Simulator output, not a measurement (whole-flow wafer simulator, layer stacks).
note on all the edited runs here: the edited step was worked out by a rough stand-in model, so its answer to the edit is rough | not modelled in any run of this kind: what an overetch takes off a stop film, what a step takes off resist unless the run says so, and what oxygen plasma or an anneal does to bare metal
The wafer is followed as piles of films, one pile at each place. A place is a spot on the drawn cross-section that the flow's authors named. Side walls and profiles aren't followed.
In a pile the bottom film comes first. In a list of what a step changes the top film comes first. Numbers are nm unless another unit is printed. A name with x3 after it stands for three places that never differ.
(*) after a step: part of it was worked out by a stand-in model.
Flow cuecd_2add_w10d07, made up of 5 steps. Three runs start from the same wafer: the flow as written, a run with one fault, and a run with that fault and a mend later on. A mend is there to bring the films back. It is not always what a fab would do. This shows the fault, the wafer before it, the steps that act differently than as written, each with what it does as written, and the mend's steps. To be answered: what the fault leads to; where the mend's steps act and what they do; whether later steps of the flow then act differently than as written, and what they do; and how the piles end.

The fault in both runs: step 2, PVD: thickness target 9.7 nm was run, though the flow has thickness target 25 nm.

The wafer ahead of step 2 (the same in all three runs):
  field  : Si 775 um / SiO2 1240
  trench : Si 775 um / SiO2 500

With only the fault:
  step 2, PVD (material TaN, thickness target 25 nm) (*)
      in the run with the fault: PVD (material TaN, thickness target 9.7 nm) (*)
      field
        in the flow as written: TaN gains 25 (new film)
        in the run with the fault: TaN gains 9.7 (new film)
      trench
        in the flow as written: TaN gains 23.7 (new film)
        in the run with the fault: TaN gains 9.18 (new film)
  None of the later steps of the flow acts differently than as written at any place that is followed.
  The piles end different from the flow's at field, trench by more than 2% or 0.5 nm, whichever is larger.
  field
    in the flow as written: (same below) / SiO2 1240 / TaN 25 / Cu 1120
    in the run with the fault: (same below) / SiO2 1240 / TaN 9.7 / Cu 1120
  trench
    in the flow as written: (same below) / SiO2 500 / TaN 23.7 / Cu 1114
    in the run with the fault: (same below) / SiO2 500 / TaN 9.18 / Cu 1114

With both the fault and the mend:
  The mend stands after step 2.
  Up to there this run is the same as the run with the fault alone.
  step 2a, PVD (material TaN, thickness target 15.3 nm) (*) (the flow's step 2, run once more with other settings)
      field
        TaN gains 15.3
      trench
        TaN gains 14.5
  None of the later steps of the flow acts differently than as written at any place that is followed.
  The piles end the same as the flow's at every place that both follow.
